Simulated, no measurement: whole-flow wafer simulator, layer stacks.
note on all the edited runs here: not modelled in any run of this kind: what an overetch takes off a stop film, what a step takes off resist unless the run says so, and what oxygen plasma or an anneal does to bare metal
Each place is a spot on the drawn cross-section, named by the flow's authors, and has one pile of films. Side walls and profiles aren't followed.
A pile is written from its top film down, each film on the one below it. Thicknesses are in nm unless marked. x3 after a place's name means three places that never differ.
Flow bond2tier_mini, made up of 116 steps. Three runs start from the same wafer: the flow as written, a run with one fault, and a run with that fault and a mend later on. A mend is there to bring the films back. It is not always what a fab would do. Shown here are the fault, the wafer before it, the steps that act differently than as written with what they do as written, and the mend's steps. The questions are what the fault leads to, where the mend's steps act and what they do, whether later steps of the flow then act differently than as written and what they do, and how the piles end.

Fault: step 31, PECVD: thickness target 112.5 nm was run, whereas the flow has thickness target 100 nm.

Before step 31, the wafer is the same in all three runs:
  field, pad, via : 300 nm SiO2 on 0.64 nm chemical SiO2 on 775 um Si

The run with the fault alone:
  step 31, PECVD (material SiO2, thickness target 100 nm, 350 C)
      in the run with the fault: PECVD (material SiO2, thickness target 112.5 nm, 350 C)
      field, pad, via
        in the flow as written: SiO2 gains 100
        in the run with the fault: SiO2 gains 112.5
  None of the later steps of the flow acts differently than as written at any place that is followed.
  By the end, the piles at pad depart from the flow's by more than 2% or 0.5 nm, whichever is larger.
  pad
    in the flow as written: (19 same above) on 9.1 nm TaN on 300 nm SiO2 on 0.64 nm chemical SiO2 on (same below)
    in the run with the fault: (19 same above) on 9.1 nm TaN on 312.5 nm SiO2 on 0.64 nm chemical SiO2 on (same below)

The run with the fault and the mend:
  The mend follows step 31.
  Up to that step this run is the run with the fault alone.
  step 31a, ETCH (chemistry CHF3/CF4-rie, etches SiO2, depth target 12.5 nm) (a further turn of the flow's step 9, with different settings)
      field, pad, via
        SiO2 loses 12.5
  None of the later steps of the flow acts differently than as written at any place that is followed.
  By the end, the piles equal the flow's at every place that both follow.
